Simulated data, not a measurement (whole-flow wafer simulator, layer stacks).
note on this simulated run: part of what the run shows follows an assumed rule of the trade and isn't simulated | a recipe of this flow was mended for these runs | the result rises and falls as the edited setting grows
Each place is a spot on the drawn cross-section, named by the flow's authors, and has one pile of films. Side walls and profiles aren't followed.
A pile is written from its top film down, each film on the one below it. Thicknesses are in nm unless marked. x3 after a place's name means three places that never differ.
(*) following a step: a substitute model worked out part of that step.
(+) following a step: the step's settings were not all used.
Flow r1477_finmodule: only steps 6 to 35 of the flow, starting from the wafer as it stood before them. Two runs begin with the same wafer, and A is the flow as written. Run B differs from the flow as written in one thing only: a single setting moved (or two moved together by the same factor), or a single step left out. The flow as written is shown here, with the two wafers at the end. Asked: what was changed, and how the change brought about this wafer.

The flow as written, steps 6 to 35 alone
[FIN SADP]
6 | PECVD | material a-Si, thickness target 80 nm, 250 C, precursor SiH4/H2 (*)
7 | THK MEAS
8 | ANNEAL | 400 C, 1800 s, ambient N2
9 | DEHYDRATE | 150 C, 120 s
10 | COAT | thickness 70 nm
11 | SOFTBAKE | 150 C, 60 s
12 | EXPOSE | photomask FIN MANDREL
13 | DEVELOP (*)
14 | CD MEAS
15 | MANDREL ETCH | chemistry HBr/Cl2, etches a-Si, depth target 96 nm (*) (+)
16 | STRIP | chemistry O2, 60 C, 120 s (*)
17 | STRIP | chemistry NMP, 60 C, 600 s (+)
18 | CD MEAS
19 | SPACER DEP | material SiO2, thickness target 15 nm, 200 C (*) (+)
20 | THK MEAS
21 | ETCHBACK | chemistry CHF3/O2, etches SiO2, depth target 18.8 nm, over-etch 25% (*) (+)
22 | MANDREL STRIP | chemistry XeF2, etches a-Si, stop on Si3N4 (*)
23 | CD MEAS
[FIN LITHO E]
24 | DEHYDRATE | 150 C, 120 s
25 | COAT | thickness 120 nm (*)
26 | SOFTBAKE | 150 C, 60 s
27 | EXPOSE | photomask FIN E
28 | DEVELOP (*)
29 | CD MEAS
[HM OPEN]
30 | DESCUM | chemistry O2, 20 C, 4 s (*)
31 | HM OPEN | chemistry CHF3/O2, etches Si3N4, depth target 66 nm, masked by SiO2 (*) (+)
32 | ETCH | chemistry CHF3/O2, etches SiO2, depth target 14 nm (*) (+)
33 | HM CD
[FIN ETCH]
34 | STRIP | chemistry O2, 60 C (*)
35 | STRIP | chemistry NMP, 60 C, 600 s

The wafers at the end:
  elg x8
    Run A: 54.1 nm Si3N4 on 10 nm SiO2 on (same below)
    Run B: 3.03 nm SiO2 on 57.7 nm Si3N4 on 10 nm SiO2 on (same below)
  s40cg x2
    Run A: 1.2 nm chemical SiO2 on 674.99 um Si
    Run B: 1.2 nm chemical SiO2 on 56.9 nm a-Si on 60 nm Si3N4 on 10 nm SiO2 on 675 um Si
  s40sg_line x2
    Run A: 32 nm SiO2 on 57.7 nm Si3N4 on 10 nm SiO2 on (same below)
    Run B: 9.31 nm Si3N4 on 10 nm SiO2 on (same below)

What caused this: step 21, ETCHBACK: depth target 12 nm was run, whereas the flow has depth target 18.8 nm.

How this came from the change, step by step:
  21 | ETCHBACK | chemistry CHF3/O2, etches SiO2, depth target 18.8 nm, over-etch 25% (*) (+)
      pad x2, elg x8, esg x2 and 12 more: A SiO2 loses 15 (all of it), Si3N4 loses 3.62 | B SiO2 loses 12
      s40cg x2, s45cg x2, s50cg x2: A SiO2 loses 15 (all of it), chemical SiO2 loses 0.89 (all of it), a-Si loses 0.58 | B SiO2 loses 12
  22 | MANDREL STRIP | chemistry XeF2, etches a-Si, stop on Si3N4 (*)
      s40cg x2, s45cg x2, s50cg x2: A a-Si loses 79 (all of it) | B nothing
  25 | COAT | thickness 120 nm (*)
      s40cg x2: A e-beam-resist gains 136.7 (new film) | B e-beam-resist gains 68.5 (new film)
      s40sg x2: A e-beam-resist gains 142.6 (new film) | B e-beam-resist gains 151.2 (new film)
      (also at 14 further places)
  28 | DEVELOP (*)
      s40cg x2: A e-beam-resist loses 136.7 (all of it) | B e-beam-resist loses 68.5 (all of it)
      s40sg x2: A e-beam-resist loses 142.6 (all of it) | B e-beam-resist loses 151.2 (all of it)
      (also at 14 further places)
  31 | HM OPEN | chemistry CHF3/O2, etches Si3N4, depth target 66 nm, masked by SiO2 (*) (+)
      pad x2, esg x2, e40sg x2, e100sg x2, e200sg x2, s40sg x2, s45sg x2, s50sg x2: A Si3N4 loses 54.1 (all of it), SiO2 loses 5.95 | B SiO2 loses 3.03 (all of it), Si3N4 loses 57.7 (all of it), SiO2 loses 1.11
      s40cg x2, s45cg x2, s50cg x2: A Si3N4 loses 60 (all of it), SiO2 loses 3 | B SiO2 loses 3.05 (all of it), chemical SiO2 loses 0.89 (all of it), a-Si loses 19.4
      (also at 6 further places)
  32 | ETCH | chemistry CHF3/O2, etches SiO2, depth target 14 nm (*) (+)
      s40cg x2, s45cg x2, s50cg x2: A SiO2 loses 7 (all of it), Si loses 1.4 | B a-Si loses 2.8
      s45sg_line x2, s50sg_line x2: A SiO2 loses 14 | B Si3N4 loses 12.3
      (also at 18 further places)
  34 | STRIP | chemistry O2, 60 C (*)
      s40cg x2, s45cg x2, s50cg x2: A chemical SiO2 gains 1.2 (new film), Si loses 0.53 | B chemical SiO2 gains 1.2 (new film), a-Si loses 0.53
